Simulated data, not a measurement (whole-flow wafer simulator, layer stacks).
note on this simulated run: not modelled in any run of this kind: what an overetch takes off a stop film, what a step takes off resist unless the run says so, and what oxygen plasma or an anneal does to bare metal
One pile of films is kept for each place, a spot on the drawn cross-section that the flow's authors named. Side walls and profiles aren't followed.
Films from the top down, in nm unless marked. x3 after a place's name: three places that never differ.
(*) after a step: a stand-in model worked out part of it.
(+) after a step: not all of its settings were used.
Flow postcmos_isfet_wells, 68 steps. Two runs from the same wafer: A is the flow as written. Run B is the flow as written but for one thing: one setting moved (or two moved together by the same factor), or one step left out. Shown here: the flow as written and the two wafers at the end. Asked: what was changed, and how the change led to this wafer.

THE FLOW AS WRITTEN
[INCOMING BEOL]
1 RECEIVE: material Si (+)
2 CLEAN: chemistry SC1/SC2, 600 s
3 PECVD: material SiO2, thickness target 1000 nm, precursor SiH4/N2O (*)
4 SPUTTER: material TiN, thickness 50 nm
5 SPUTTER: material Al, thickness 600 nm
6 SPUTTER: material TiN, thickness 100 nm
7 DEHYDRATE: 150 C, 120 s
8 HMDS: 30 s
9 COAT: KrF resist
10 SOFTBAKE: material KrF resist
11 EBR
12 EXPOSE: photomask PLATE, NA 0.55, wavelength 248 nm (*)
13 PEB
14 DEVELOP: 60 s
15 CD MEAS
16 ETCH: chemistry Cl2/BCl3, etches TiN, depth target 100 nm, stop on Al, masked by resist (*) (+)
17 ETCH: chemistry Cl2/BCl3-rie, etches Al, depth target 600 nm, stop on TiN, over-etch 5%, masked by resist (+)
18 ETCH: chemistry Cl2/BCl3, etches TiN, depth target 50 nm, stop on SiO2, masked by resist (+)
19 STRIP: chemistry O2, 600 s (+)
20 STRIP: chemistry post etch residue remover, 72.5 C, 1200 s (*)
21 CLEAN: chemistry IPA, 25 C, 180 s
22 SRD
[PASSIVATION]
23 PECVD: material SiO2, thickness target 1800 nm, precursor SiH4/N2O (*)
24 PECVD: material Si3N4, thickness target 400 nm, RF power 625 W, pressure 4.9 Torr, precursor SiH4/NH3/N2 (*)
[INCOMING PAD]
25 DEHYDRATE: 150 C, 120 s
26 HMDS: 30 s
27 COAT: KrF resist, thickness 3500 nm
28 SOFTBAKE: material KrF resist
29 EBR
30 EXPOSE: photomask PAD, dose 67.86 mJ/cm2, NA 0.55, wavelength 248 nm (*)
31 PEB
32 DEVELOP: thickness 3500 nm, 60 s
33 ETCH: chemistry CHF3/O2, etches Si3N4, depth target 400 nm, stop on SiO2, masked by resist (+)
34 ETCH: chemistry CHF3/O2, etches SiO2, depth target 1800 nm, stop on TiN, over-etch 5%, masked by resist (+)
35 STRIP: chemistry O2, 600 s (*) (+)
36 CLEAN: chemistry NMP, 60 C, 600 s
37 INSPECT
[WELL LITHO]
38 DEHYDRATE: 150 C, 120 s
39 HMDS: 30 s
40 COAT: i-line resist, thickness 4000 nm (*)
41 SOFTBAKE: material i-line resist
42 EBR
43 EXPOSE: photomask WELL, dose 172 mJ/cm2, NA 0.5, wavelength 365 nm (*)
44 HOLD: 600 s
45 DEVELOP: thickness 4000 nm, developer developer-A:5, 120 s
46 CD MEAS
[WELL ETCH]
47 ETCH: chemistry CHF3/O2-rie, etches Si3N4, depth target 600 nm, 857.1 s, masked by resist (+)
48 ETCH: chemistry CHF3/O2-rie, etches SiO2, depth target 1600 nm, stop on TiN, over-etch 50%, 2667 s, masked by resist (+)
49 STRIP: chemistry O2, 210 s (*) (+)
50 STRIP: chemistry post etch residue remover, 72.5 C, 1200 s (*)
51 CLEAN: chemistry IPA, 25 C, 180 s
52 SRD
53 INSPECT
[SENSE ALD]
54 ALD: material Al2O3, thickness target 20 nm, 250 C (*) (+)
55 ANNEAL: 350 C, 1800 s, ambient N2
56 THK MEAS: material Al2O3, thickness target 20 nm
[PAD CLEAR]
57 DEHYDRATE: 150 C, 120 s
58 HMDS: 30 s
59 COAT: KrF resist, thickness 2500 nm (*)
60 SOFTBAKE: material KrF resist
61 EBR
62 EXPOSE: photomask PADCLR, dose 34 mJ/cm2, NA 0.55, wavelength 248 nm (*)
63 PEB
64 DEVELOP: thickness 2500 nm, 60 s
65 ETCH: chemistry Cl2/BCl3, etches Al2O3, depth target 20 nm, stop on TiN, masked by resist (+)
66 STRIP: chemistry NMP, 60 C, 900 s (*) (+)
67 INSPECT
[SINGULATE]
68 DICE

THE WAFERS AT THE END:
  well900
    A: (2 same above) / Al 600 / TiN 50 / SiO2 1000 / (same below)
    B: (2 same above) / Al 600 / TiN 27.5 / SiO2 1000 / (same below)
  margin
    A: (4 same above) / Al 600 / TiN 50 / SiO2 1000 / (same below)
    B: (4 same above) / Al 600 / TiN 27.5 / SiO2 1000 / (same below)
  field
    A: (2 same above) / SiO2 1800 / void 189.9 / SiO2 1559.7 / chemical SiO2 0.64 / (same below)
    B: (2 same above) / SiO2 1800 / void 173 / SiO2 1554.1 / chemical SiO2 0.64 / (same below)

The cause: step 4, SPUTTER: thickness 27.5 nm was run, where the flow has thickness 50 nm.
It can be read off the wafer: well900 has TiN 27.5, and step 4 as written asks for 50 nm.

How the change led to this, step by step:
  4 SPUTTER: material TiN, thickness 50 nm
      field, margin, well900, well1300 x3, pad_rim, pad_clr, pad_open: A TiN +50 (new film) | B TiN +27.5 (new film)
  18 ETCH: chemistry Cl2/BCl3, etches TiN, depth target 50 nm, stop on SiO2, masked by resist (+)
      margin, well900, well1300 x3, pad_rim, pad_clr, pad_open: A KrF resist -20 | B KrF resist -16.5
      field: A TiN -50 (all of it) | B TiN -27.5 (all of it)
  23 PECVD: material SiO2, thickness target 1800 nm, precursor SiH4/N2O (*)
      field: A SiO2 +1800 (new film), void +189.9 (new film), SiO2 +559.7 | B SiO2 +1800 (new film), void +173 (new film), SiO2 +554.1
